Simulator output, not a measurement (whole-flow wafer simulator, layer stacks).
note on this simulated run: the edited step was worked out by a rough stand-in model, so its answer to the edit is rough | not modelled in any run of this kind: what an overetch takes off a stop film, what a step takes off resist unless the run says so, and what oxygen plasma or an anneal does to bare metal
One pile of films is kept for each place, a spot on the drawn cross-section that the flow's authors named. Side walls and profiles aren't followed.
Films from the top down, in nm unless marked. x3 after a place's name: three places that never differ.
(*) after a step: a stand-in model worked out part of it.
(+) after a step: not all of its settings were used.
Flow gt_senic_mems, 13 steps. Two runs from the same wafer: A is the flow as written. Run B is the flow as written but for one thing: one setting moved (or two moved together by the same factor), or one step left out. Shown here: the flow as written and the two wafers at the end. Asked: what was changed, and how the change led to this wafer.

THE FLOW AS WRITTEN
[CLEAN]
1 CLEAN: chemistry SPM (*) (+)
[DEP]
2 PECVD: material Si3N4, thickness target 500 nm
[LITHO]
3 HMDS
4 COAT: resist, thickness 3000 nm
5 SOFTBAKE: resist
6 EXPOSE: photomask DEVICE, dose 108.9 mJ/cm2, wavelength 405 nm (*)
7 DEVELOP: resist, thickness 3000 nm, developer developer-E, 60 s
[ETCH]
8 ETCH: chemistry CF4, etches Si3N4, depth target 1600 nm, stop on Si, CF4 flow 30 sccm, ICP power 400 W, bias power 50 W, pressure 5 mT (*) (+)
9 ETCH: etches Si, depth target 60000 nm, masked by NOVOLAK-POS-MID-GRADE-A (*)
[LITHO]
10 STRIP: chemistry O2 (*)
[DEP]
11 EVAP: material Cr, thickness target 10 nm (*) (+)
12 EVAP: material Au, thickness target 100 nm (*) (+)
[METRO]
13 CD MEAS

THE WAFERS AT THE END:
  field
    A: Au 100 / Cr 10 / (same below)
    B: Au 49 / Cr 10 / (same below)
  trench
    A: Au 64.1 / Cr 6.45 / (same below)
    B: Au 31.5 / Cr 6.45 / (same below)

The cause: step 12, EVAP: thickness target 49 nm was run, where the flow has thickness target 100 nm.
It can be read off the wafer: field has Au 49, and step 12 as written asks for 100 nm.

How the change led to this, step by step:
  12 EVAP: material Au, thickness target 100 nm (*) (+)
      field: A Au +100 (new film) | B Au +49 (new film)
      trench: A Au +64.1 (new film) | B Au +31.5 (new film)
